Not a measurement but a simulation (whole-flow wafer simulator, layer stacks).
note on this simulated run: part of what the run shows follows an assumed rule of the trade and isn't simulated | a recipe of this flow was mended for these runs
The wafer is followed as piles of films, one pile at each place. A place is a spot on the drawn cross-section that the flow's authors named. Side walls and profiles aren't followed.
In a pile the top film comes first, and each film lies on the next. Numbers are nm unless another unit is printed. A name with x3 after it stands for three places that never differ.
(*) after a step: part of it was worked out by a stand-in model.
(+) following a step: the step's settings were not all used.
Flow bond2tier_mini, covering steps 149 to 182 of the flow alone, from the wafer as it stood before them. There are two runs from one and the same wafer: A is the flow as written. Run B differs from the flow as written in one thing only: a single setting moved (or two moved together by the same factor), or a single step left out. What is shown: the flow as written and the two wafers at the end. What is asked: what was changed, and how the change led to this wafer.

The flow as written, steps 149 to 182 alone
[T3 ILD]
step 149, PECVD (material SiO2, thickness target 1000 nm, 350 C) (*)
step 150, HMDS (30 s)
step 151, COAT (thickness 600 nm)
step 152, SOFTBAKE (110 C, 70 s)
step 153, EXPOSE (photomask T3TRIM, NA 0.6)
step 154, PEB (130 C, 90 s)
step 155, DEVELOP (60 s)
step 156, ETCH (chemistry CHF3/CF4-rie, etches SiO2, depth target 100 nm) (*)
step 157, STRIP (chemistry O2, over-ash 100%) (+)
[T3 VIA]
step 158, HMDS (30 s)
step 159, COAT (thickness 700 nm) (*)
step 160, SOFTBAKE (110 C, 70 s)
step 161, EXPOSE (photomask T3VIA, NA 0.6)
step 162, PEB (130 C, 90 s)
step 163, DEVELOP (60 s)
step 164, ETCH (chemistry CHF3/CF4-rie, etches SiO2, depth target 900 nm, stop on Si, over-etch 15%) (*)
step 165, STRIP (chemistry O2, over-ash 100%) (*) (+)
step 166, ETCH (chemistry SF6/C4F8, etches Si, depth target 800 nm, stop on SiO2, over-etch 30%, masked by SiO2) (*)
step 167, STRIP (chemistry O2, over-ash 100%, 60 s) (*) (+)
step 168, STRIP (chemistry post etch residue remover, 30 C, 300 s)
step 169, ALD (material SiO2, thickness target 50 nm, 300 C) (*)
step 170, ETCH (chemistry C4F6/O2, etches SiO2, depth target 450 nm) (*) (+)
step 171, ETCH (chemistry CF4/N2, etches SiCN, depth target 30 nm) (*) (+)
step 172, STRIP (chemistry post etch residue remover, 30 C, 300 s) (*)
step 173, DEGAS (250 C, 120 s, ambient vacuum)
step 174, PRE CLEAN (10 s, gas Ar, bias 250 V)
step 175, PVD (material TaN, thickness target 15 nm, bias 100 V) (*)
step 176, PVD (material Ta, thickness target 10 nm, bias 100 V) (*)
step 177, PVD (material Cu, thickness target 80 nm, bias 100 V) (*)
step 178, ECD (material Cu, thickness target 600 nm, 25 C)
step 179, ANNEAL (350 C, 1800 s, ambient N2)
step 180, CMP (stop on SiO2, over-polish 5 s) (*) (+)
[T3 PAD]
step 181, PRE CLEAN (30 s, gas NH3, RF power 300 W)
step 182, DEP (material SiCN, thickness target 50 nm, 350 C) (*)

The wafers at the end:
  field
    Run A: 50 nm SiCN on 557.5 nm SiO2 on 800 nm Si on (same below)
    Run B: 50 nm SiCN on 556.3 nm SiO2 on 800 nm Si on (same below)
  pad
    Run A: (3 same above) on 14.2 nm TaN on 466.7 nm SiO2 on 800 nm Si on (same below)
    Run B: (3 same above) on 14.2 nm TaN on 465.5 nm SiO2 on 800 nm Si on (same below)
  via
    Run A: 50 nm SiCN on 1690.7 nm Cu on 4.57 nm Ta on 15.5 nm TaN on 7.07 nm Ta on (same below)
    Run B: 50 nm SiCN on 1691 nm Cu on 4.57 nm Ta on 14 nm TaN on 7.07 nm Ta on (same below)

Cause: step 174, PRE CLEAN: 14 s was run, while the flow as written has 10 s.

The path from the change to this, step by step:
  step 174, PRE CLEAN (10 s, gas Ar, bias 250 V)
      field, pad: A -3 SiO2 | B -4.2 SiO2
      via: A -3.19 TaN | B -4.74 TaN
